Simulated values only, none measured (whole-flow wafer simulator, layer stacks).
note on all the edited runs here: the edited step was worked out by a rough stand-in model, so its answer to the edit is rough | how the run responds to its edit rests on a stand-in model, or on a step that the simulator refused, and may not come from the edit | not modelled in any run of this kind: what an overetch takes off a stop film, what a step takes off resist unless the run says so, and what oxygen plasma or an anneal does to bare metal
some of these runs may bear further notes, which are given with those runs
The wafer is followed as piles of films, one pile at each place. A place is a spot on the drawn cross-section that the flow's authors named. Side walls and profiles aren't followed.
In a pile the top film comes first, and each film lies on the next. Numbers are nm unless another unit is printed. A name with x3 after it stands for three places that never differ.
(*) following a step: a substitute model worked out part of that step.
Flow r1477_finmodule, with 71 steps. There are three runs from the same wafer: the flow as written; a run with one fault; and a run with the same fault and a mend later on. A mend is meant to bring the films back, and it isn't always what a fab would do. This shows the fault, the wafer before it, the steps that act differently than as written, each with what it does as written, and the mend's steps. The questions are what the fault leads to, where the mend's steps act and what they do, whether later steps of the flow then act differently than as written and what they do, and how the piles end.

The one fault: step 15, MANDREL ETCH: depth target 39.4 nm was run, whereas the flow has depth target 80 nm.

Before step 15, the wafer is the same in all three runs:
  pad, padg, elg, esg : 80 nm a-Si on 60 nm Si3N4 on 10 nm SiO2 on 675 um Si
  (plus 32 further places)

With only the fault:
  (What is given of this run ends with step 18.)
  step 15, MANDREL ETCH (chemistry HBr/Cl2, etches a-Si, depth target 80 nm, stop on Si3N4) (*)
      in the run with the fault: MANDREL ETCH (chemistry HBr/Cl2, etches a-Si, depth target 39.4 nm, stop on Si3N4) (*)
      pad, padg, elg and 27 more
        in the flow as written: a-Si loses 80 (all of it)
        in the run with the fault: a-Si loses 39.4
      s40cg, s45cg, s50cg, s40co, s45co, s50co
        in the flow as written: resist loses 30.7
        in the run with the fault: resist loses 15.1
  Steps further on in the flow that do not act as written:
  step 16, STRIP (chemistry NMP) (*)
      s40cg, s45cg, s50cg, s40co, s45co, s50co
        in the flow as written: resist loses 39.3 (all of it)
        in the run with the fault: resist loses 54.9 (all of it)
  After step 18, at pad, padg, elg and 27 more, the piles differ from the flow's by more than 2% or 0.5 nm, whichever is larger.
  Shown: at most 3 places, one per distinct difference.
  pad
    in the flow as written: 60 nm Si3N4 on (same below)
    in the run with the fault: 40.6 nm a-Si on 60 nm Si3N4 on (same below)

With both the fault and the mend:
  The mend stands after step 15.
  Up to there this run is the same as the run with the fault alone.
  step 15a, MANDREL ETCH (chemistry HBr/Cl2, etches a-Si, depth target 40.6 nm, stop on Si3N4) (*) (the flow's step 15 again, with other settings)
      pad, padg, elg and 27 more
        a-Si loses 40.6 (all of it)
      s40cg, s45cg, s50cg, s40co, s45co, s50co
        resist loses 15.6
  Every later step of the flow that is run acts as written at every place that is followed.
  The piles end the same as the flow's at every place that both follow.
